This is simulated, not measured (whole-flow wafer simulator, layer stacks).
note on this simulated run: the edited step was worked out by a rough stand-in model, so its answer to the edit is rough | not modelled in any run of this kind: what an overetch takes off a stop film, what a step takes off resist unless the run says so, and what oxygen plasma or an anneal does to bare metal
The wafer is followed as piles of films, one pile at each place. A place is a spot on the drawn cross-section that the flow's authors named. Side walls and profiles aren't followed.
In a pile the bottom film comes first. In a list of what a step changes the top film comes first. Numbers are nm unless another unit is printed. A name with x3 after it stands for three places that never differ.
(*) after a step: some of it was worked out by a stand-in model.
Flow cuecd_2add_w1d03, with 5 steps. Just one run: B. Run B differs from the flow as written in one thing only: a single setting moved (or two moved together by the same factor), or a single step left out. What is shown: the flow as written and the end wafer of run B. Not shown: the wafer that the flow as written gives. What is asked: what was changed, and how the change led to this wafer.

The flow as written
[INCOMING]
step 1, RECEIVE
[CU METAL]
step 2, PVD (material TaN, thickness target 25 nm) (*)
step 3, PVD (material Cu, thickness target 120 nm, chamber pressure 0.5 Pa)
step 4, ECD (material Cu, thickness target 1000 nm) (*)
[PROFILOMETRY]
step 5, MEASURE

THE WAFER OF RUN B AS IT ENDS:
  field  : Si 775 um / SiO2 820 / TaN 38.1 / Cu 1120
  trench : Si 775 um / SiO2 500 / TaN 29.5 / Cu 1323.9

Cause: step 2, PVD: thickness target 38.1 nm was run, while the flow as written has thickness target 25 nm.
The wafer lets one read it off: field has TaN 38.1, and step 2 as written asks for 25 nm.

How this came from the change, step by step:
  step 2, PVD (material TaN, thickness target 25 nm) (*)
      field: +38.1 TaN (new film) (in the flow as written it would be: +25 TaN (new film))
      trench: +29.5 TaN (new film) (in the flow as written it would be: +19.4 TaN (new film))
